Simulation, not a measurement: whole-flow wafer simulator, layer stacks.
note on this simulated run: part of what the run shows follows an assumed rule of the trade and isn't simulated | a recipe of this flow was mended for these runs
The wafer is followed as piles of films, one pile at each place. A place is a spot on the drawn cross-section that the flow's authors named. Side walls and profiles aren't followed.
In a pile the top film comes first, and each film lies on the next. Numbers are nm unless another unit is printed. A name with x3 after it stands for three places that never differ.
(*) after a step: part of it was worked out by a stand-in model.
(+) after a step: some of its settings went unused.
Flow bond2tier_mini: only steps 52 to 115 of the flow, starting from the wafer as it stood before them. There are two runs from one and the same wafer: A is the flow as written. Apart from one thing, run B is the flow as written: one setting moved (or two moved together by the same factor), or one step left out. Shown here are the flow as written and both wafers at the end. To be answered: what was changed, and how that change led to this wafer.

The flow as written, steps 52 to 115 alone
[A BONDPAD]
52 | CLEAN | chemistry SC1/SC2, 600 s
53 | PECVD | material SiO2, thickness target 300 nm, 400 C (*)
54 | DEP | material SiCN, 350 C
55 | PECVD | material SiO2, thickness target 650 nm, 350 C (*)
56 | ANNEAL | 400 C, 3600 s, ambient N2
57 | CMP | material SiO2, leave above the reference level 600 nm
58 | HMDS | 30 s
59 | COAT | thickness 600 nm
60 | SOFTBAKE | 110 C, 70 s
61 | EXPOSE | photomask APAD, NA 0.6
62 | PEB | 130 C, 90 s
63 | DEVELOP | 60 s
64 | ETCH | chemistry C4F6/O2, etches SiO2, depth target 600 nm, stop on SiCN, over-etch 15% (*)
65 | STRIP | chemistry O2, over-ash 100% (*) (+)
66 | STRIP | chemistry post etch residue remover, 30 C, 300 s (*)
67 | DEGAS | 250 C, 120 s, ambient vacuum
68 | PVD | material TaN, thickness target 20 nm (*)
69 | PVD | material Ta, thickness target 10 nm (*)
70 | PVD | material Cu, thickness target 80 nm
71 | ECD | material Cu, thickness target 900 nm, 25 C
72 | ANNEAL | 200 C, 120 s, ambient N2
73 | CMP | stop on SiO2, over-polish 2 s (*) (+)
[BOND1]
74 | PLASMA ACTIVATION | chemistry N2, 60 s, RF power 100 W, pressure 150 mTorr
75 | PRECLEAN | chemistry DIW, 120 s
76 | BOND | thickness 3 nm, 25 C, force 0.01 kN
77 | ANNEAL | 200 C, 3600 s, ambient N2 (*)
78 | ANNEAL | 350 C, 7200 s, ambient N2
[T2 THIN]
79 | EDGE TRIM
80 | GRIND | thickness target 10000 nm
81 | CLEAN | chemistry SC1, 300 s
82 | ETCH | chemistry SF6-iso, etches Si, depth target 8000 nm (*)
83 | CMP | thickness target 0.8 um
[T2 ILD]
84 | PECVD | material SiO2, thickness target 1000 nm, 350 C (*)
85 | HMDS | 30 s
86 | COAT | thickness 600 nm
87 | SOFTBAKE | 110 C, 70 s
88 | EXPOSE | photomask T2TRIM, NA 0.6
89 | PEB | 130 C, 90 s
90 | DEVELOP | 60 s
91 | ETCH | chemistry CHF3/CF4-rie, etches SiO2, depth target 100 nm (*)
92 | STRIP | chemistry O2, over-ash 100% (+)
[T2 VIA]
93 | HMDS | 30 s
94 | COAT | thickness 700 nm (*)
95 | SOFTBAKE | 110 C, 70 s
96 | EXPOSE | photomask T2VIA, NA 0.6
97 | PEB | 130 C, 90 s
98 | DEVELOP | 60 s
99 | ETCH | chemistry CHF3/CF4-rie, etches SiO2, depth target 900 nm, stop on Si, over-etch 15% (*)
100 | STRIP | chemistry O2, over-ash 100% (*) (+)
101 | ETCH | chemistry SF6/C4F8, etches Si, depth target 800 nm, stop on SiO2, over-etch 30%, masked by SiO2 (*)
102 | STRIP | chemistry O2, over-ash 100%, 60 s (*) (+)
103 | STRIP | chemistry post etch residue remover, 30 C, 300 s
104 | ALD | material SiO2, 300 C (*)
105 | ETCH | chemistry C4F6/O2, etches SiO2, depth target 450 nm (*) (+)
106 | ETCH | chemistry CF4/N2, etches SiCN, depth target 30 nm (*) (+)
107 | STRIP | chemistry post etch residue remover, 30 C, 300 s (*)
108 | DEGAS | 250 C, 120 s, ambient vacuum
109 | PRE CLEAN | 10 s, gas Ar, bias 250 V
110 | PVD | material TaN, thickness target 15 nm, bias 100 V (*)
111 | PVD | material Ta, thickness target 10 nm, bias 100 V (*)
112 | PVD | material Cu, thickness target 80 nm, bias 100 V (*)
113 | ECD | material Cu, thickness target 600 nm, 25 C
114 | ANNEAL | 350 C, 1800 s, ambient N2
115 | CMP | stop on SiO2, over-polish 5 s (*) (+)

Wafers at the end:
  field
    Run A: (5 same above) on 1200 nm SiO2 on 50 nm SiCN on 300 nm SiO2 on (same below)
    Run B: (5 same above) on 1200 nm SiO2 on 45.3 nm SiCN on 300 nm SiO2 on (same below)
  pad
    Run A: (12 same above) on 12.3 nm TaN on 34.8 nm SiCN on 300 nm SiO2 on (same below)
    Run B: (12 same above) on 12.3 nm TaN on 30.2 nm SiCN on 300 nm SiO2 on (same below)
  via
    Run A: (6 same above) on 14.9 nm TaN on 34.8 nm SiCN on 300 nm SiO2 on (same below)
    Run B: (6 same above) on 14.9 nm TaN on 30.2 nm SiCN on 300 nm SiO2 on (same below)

What caused this: step 54, DEP: 374 C was run, whereas the flow has 350 C.

How this came from the change, step by step:
  54 | DEP | material SiCN, 350 C
      field, pad, via: A SiCN gains 50 (new film) | B SiCN gains 45.3 (new film)
